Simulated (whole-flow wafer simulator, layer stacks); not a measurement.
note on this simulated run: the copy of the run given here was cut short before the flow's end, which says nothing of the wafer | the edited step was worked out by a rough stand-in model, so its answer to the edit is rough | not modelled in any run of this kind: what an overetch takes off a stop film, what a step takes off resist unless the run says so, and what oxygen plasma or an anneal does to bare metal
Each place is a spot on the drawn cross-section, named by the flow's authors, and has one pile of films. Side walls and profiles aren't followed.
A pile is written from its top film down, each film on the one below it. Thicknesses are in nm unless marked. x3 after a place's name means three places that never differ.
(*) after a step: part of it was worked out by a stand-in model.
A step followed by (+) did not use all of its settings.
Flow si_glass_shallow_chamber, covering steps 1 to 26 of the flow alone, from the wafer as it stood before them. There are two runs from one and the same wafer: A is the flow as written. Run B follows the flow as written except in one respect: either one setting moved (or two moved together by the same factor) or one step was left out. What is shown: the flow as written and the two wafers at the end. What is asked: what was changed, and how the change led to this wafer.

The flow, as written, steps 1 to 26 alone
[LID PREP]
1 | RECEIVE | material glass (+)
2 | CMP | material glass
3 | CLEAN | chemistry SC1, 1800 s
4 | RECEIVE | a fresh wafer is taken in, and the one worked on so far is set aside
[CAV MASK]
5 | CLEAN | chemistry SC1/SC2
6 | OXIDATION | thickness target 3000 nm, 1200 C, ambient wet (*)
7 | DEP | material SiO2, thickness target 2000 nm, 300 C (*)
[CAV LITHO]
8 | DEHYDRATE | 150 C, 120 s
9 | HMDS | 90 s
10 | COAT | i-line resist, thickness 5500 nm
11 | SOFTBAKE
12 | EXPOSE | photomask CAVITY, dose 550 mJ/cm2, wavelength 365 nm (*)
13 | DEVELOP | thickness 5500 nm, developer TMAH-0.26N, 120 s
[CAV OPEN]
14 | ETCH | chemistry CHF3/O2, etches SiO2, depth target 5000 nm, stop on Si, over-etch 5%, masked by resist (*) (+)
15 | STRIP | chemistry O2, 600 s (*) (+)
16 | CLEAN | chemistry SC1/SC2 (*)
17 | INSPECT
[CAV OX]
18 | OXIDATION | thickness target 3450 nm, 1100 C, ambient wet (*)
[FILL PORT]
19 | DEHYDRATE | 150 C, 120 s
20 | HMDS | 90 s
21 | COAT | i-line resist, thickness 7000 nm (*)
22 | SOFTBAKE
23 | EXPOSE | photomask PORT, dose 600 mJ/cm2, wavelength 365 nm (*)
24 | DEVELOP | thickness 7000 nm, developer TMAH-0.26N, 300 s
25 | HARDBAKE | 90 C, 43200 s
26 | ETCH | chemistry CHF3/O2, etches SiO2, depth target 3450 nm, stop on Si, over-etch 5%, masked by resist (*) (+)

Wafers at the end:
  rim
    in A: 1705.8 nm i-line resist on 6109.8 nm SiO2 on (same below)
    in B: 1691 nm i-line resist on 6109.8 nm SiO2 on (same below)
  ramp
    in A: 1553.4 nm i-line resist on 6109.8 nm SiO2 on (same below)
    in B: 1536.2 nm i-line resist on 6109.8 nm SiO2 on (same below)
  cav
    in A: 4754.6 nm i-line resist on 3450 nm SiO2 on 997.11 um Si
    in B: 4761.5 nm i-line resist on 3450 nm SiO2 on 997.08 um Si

The reason: step 14, ETCH: over-etch 8% was run, while the flow as written has over-etch 5%.

Step by step, how the change led to this:
  14 | ETCH | chemistry CHF3/O2, etches SiO2, depth target 5000 nm, stop on Si, over-etch 5%, masked by resist (*) (+)
      rim, ramp, septum, ring: A -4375 i-line resist | B -4500 i-line resist
      cav, port: A -5000 SiO2 (all of it), -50 Si | B -5000 SiO2 (all of it), -80 Si
  15 | STRIP | chemistry O2, 600 s (*) (+)
      rim, ramp, septum, ring: A -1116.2 i-line resist (all of it) | B -991.2 i-line resist (all of it)
